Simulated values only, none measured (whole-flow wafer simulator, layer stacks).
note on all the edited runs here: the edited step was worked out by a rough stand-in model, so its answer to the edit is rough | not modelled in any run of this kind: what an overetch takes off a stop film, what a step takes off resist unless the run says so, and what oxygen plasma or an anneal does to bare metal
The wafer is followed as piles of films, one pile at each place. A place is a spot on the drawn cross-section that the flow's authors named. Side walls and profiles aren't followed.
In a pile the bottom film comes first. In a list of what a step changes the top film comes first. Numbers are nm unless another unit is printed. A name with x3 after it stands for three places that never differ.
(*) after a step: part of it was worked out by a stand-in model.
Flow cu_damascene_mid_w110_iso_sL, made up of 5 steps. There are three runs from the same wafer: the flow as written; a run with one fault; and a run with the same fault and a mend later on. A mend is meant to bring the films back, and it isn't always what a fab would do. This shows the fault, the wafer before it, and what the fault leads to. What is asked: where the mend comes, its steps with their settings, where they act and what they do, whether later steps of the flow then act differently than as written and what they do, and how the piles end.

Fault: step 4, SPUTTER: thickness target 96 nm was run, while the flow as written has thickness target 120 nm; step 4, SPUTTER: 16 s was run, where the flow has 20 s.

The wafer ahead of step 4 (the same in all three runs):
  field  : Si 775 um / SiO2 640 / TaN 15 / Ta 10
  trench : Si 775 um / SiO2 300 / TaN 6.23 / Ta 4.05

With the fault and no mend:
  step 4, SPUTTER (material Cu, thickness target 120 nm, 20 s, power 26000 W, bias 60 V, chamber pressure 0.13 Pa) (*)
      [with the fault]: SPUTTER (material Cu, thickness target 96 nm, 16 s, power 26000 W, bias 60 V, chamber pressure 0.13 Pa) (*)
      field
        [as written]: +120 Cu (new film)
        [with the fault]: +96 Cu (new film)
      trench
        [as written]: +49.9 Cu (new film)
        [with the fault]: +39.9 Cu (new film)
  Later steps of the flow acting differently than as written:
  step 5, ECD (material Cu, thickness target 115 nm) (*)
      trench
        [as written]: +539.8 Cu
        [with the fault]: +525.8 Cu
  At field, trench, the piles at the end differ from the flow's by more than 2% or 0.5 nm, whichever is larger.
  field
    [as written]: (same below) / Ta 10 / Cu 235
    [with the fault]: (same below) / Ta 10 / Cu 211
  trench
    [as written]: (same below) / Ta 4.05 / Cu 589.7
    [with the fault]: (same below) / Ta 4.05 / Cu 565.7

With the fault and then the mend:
  After step 4 comes the mend.
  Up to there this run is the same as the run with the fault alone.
  step 4a, SPUTTER (material Cu, thickness target 24 nm, 4 s, power 26000 W, bias 60 V, chamber pressure 0.13 Pa) (*) (a further turn of the flow's step 4, with different settings)
      field
        +24 Cu
      trench
        +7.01 Cu
  Later steps of the flow that are run all act as written at every place that is followed, up to a difference of at most 2% or 0.5 nm, whichever is larger.
  At every place that both follow, the piles at the end match the flow's.
